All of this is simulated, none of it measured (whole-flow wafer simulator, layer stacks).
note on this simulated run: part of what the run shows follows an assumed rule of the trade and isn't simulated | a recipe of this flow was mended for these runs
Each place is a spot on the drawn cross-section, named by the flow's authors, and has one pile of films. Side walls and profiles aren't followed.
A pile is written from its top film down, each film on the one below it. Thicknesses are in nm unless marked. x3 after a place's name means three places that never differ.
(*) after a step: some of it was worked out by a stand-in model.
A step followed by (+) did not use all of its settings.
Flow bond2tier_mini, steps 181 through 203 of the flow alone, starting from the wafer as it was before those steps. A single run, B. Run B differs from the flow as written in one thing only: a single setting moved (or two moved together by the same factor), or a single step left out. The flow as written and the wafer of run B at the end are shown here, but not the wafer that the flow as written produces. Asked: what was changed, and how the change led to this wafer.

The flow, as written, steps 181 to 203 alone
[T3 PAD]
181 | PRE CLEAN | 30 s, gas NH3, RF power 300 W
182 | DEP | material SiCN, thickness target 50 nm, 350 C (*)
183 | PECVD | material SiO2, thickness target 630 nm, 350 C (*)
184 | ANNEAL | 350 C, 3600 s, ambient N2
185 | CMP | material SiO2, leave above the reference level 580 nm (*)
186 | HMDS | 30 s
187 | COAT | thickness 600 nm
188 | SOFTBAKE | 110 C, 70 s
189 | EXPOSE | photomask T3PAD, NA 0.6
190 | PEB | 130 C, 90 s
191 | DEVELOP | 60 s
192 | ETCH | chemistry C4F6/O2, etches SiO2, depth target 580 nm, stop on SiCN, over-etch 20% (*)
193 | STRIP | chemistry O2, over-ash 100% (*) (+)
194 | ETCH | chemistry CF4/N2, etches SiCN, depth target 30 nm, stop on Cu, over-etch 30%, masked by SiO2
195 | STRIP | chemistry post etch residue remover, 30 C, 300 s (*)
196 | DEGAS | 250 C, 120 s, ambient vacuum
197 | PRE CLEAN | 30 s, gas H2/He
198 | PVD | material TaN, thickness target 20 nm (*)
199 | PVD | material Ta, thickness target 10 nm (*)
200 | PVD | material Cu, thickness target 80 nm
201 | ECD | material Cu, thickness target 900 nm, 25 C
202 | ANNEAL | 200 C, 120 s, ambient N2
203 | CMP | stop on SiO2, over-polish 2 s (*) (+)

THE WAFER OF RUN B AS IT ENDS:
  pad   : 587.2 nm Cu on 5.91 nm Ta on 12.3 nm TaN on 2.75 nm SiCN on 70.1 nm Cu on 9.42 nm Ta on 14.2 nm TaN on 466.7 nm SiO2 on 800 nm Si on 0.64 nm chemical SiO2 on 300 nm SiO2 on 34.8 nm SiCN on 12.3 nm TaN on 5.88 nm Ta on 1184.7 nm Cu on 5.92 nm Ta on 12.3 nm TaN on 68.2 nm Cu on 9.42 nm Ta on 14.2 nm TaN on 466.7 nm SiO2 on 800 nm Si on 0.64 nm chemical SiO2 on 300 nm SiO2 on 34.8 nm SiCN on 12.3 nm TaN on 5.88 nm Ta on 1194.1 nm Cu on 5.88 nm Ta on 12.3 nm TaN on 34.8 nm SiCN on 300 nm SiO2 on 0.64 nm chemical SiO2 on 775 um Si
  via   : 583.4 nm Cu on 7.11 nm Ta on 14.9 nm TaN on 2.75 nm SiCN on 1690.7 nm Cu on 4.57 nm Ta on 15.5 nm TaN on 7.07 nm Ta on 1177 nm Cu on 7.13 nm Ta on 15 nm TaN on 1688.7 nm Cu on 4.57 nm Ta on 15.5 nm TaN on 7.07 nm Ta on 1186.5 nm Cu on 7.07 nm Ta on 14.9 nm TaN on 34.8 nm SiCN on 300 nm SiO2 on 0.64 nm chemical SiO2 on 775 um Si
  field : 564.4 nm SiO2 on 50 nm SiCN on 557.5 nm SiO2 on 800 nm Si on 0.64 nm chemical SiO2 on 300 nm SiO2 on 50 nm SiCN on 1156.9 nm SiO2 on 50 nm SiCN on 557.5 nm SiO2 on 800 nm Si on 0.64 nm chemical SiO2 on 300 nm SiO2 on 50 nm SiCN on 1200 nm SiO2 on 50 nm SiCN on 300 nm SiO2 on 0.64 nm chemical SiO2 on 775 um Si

Cause: step 194, ETCH: depth target 21.3 nm was run, whereas the flow has depth target 30 nm.

How this came from the change, step by step:
  194 | ETCH | chemistry CF4/N2, etches SiCN, depth target 30 nm, stop on Cu, over-etch 30%, masked by SiO2
      pad, via: SiCN loses 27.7 (as written it would have been: SiCN loses 30.4 (all of it), Cu loses 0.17)
      field: SiO2 loses 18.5 (as written it would have been: SiO2 loses 26)
  195 | STRIP | chemistry post etch residue remover, 30 C, 300 s (*)
      pad, via: nothing (as written it would have been: Cu loses 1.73)
If metal films that touch count as one body, pad has 4 bodies (between them, from the top down: SiCN 2.75; SiO2 466.7 / Si 800 / chemical SiO2 0.64 / SiO2 300 / SiCN 34.8; SiO2 466.7 / Si 800 / chemical SiO2 0.64 / SiO2 300 / SiCN 34.8); the flow as written gives 3 bodies (between them, from the top down: SiO2 466.7 / Si 800 / chemical SiO2 0.64 / SiO2 300 / SiCN 34.8; SiO2 466.7 / Si 800 / chemical SiO2 0.64 / SiO2 300 / SiCN 34.8).
If metal films that touch count as one body, via has 2 bodies (between them, from the top down: SiCN 2.75); the flow as written gives 1 body.
